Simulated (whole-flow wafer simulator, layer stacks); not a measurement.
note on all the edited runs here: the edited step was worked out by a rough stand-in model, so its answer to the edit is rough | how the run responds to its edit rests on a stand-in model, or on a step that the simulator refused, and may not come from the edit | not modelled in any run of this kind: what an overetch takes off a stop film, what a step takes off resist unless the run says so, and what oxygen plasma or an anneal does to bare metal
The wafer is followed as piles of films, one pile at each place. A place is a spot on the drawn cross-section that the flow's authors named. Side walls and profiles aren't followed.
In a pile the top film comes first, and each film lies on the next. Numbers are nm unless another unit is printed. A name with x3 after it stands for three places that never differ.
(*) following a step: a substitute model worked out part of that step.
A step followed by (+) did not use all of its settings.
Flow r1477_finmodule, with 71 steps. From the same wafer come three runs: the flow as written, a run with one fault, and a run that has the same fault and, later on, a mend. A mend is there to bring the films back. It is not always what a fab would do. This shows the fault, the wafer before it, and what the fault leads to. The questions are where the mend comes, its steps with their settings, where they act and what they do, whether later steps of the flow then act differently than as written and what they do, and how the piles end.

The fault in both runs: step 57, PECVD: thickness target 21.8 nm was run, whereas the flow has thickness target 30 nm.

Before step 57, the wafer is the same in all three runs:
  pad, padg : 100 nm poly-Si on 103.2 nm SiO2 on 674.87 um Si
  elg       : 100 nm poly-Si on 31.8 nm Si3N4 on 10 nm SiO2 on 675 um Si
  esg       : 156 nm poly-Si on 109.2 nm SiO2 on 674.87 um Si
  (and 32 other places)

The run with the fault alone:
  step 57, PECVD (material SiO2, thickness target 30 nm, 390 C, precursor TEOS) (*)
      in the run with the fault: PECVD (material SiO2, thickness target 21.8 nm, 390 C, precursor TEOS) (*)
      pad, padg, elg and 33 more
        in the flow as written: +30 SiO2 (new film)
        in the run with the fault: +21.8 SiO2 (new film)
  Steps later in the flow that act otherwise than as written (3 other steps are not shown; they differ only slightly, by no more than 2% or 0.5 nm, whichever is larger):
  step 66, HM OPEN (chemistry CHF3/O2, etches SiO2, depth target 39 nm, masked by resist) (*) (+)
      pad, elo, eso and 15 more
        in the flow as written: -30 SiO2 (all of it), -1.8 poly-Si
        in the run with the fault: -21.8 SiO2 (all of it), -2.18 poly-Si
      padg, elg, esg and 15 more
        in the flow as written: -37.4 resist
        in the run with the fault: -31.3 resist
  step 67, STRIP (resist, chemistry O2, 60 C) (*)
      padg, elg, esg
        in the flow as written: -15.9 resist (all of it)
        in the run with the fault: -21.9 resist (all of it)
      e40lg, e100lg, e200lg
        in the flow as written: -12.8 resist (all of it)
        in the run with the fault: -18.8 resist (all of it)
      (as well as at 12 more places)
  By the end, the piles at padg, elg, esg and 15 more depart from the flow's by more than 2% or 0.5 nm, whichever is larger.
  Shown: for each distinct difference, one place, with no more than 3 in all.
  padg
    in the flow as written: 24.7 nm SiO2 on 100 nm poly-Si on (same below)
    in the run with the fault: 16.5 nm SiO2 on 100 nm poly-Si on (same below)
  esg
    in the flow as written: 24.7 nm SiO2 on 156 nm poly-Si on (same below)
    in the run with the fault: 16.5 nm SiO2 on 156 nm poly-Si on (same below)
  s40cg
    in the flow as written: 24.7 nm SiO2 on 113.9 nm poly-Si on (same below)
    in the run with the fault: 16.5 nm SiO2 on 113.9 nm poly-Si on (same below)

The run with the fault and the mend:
  After step 64 comes the mend.
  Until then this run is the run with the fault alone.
  step 64a, STRIP (resist, chemistry O2, 60 C)
      padg, elg, esg
        -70 resist (all of it)
      e40lg, e100lg, e200lg
        -66.9 resist (all of it)
      s40sg, s45sg
        -91 resist (all of it)
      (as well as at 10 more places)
  step 64b, PECVD (material SiO2, thickness target 8.2 nm, 390 C, precursor TEOS) (*) (the flow's step 57 again, with other settings)
      pad, padg, elg and 33 more
        +8.2 SiO2
  step 64c, COAT (resist, thickness 70 nm) (*) (the flow's step 60 again)
      e40lg, e100lg, e200lg, elo, e40lo, e100lo, e200lo
        +66.9 resist (new film)
      pad, padg, elg, esg
        +70 resist (new film)
      s40sg, s45sg, s40so, s45so
        +91 resist (new film)
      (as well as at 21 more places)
  step 64d, SOFTBAKE (180 C, 180 s) (*) (the flow's step 61 again)
      does not change any film at any place that is followed
  step 64e, EXPOSE (resist, photomask GATE) (the flow's step 62 again)
      does not change any film at any place that is followed
  step 64f, DEVELOP (*) (the flow's step 63 again)
      elo, e40lo, e100lo, e200lo
        -66.9 resist (all of it)
      eso, e40so
        -129.5 resist (all of it)
      s40so, s45so
        -91 resist (all of it)
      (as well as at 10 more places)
  Every later step of the flow that is run acts as written at every place that is followed.
  At every place that both follow, the piles at the end match the flow's.
